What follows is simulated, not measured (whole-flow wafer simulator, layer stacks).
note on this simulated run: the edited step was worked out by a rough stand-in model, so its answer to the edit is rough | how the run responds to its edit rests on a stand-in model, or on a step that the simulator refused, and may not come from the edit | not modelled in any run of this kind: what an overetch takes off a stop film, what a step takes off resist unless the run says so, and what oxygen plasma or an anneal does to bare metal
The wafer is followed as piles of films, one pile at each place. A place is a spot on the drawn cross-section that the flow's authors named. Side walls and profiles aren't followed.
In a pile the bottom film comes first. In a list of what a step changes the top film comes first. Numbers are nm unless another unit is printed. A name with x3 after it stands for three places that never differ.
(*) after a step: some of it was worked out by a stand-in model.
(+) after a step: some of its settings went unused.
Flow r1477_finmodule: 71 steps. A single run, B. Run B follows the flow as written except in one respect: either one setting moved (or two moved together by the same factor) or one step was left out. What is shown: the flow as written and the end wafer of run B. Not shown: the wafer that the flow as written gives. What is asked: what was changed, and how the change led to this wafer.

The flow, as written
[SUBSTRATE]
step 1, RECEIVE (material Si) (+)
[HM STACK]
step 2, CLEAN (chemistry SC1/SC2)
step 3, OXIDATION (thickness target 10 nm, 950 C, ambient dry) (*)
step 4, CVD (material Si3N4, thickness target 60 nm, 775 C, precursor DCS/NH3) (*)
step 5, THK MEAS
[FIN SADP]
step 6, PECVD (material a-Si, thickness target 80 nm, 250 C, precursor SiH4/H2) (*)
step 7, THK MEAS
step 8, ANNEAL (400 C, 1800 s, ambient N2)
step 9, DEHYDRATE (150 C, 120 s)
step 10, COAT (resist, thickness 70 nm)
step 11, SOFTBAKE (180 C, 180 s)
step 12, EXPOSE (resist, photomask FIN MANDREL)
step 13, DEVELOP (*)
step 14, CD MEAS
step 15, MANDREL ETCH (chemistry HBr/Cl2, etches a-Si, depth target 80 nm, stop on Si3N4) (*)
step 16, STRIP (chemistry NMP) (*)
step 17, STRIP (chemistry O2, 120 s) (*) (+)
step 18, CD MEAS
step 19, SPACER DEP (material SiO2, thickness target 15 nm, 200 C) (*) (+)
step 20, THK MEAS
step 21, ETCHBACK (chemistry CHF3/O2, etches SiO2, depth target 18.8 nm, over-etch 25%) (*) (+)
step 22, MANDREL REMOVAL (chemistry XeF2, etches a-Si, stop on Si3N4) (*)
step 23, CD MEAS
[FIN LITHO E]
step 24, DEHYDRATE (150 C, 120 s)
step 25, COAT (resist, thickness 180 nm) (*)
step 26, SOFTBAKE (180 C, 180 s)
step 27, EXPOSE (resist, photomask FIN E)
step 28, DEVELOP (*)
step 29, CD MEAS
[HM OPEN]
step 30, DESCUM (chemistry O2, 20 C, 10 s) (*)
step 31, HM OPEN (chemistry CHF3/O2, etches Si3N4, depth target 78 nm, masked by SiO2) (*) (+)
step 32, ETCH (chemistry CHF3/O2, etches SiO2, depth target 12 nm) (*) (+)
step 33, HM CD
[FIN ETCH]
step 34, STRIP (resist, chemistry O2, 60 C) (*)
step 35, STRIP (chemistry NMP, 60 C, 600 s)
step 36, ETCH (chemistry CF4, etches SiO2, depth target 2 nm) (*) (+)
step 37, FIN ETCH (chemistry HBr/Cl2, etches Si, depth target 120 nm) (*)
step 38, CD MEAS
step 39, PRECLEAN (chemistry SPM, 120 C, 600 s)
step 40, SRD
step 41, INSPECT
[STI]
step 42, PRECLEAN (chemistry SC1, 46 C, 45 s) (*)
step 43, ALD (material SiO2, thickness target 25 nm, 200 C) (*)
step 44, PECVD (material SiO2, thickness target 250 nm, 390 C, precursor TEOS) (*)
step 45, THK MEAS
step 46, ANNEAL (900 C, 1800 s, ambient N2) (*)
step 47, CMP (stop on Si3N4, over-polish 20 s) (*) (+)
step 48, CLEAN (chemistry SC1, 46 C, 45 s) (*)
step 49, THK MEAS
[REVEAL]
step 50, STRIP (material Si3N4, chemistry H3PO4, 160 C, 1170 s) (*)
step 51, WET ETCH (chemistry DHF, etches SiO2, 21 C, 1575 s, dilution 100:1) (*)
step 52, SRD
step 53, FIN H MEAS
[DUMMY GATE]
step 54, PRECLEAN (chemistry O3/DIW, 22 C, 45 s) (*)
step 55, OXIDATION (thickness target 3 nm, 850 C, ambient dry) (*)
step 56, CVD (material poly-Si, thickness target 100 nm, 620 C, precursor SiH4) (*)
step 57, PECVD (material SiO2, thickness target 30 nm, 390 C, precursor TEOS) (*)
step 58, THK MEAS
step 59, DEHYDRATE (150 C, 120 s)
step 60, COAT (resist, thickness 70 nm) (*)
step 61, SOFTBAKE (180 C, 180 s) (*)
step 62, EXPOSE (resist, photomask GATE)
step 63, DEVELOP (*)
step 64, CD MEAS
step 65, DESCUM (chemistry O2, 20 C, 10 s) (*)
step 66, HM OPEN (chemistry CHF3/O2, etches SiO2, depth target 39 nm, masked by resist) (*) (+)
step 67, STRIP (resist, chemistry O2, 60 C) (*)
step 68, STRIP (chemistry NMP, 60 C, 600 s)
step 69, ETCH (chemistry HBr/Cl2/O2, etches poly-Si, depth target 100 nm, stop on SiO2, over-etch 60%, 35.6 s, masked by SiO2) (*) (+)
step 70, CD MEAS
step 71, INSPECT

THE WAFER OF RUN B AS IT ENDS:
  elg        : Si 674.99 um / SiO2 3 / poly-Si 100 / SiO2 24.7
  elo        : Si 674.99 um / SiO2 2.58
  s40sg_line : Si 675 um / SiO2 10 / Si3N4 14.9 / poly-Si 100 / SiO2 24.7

The reason: step 6, PECVD: thickness target 32 nm was run, whereas the flow has thickness target 80 nm.

Step by step, how the change led to this:
  step 6, PECVD (material a-Si, thickness target 80 nm, 250 C, precursor SiH4/H2) (*)
      pad, padg, elg and 33 more: a-Si gains 32 (new film) (as written it would have been: a-Si gains 80 (new film))
  step 15, MANDREL ETCH (chemistry HBr/Cl2, etches a-Si, depth target 80 nm, stop on Si3N4) (*)
      pad, padg, elg and 27 more: a-Si loses 32 (all of it) (as written it would have been: a-Si loses 80 (all of it))
      s40cg, s45cg, s50cg, s40co, s45co, s50co: resist loses 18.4 (as written it would have been: resist loses 30.7)
  step 16, STRIP (chemistry NMP) (*)
      s40cg, s45cg, s50cg, s40co, s45co, s50co: resist loses 51.6 (all of it) (as written it would have been: resist loses 39.3 (all of it))
  step 21, ETCHBACK (chemistry CHF3/O2, etches SiO2, depth target 18.8 nm, over-etch 25%) (*) (+)
      s40sg_line, s45sg_line, s50sg_line, s40so_line, s45so_line, s50so_line: SiO2 gains 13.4 (as written it would have been: SiO2 gains 61.4)
  step 22, MANDREL REMOVAL (chemistry XeF2, etches a-Si, stop on Si3N4) (*)
      s40cg, s45cg, s50cg, s40co, s45co, s50co: a-Si loses 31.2 (all of it) (as written it would have been: a-Si loses 79.2 (all of it))
  step 25, COAT (resist, thickness 180 nm) (*)
      s40cg, s40co: resist gains 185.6 (new film) (as written it would have been: resist gains 197.6 (new film))
      s40sg, s40so: resist gains 189.2 (new film) (as written it would have been: resist gains 201.2 (new film))
      (as well as at 14 more places)
  step 28, DEVELOP (*)
      s40cg, s40co: resist loses 185.6 (all of it) (as written it would have been: resist loses 197.6 (all of it))
      s40sg, s40so: resist loses 189.2 (all of it) (as written it would have been: resist loses 201.2 (all of it))
      (as well as at 14 more places)
  step 31, HM OPEN (chemistry CHF3/O2, etches Si3N4, depth target 78 nm, masked by SiO2) (*) (+)
      s40sg_line, s45sg_line, s50sg_line, s40so_line, s45so_line, s50so_line: SiO2 loses 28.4 (all of it), Si3N4 loses 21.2 (as written it would have been: SiO2 loses 39)
  step 32, ETCH (chemistry CHF3/O2, etches SiO2, depth target 12 nm) (*) (+)
      s40sg_line, s45sg_line, s50sg_line, s40so_line, s45so_line, s50so_line: Si3N4 loses 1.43 (as written it would have been: SiO2 loses 12)
      pad, padg, e40sg and 11 more: Si loses 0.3 (as written it would have been: Si loses 2.4)
      (as well as at 16 more places)
  step 34, STRIP (resist, chemistry O2, 60 C) (*)
      elg, e40lg, e100lg, e200lg, elo, e40lo, e100lo, e200lo: resist loses 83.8 (all of it) (as written it would have been: resist loses 73.8 (all of it))
  step 36, ETCH (chemistry CF4, etches SiO2, depth target 2 nm) (*) (+)
      elg, e40lg, e100lg, e200lg, elo, e40lo, e100lo, e200lo: nothing (as written it would have been: Si3N4 loses 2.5)
      s40sg_line, s45sg_line, s50sg_line, s40so_line, s45so_line, s50so_line: nothing (as written it would have been: SiO2 loses 2)
  step 37, FIN ETCH (chemistry HBr/Cl2, etches Si, depth target 120 nm) (*)
      s40sg_line, s45sg_line, s50sg_line, s40so_line, s45so_line, s50so_line: Si3N4 loses 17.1 (as written it would have been: SiO2 loses 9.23)
  step 43, ALD (material SiO2, thickness target 25 nm, 200 C) (*)
      s40sg_line, s45sg_line, s50sg_line, s40so_line, s45so_line, s50so_line: SiO2 gains 25 (new film) (as written it would have been: SiO2 gains 25)
      s40cg, s45cg, s50cg, s40co, s45co, s50co: SiO2 gains 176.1 (new film) (as written it would have been: SiO2 gains 232.1 (new film))
  step 47, CMP (stop on Si3N4, over-polish 20 s) (*) (+)
      elg, e40lg, e100lg, e200lg, elo, e40lo, e100lo, e200lo: SiO2 loses 263.8 (all of it), Si3N4 loses 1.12 (as written it would have been: SiO2 loses 241.6)
      s40sg_line, s45sg_line, s50sg_line, s40so_line, s45so_line, s50so_line: SiO2 loses 245.9 (as written it would have been: SiO2 loses 277.9 (all of it), Si3N4 loses 1.12)
      (as well as at 22 more places)
  step 50, STRIP (material Si3N4, chemistry H3PO4, 160 C, 1170 s) (*)
      elg, e40lg, e100lg, e200lg, elo, e40lo, e100lo, e200lo: Si3N4 loses 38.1 (all of it), SiO2 loses 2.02 (as written it would have been: SiO2 loses 4.28)
      s40sg_line, s45sg_line, s50sg_line, s40so_line, s45so_line, s50so_line: SiO2 loses 4.28 (as written it would have been: Si3N4 loses 58.9 (all of it), SiO2 loses 1.37)
  step 51, WET ETCH (chemistry DHF, etches SiO2, 21 C, 1575 s, dilution 100:1) (*)
      elg, e40lg, e100lg, e200lg, elo, e40lo, e100lo, e200lo: SiO2 loses 7.98 (all of it) (as written it would have been: SiO2 loses 17.8 (all of it), Si3N4 loses 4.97)
      s40sg_line, s45sg_line, s50sg_line, s40so_line, s45so_line, s50so_line: SiO2 loses 13.6 (all of it), Si3N4 loses 5.32 (as written it would have been: SiO2 loses 8.63 (all of it))
  ... another 6 steps ...
  step 69, ETCH (chemistry HBr/Cl2/O2, etches poly-Si, depth target 100 nm, stop on SiO2, over-etch 60%, 35.6 s, masked by SiO2) (*) (+)
      s40co: chemical SiO2 loses 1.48 (all of it), poly-Si loses 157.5 (all of it) (as written it would have been: chemical SiO2 loses 1.46 (all of it), poly-Si loses 111.5 (all of it), SiO2 loses 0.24)
      s45co: chemical SiO2 loses 1.48 (all of it), poly-Si loses 157.5 (all of it) (as written it would have been: chemical SiO2 loses 1.46 (all of it), poly-Si loses 110.9 (all of it), SiO2 loses 0.25)
      (as well as at 1 more place)
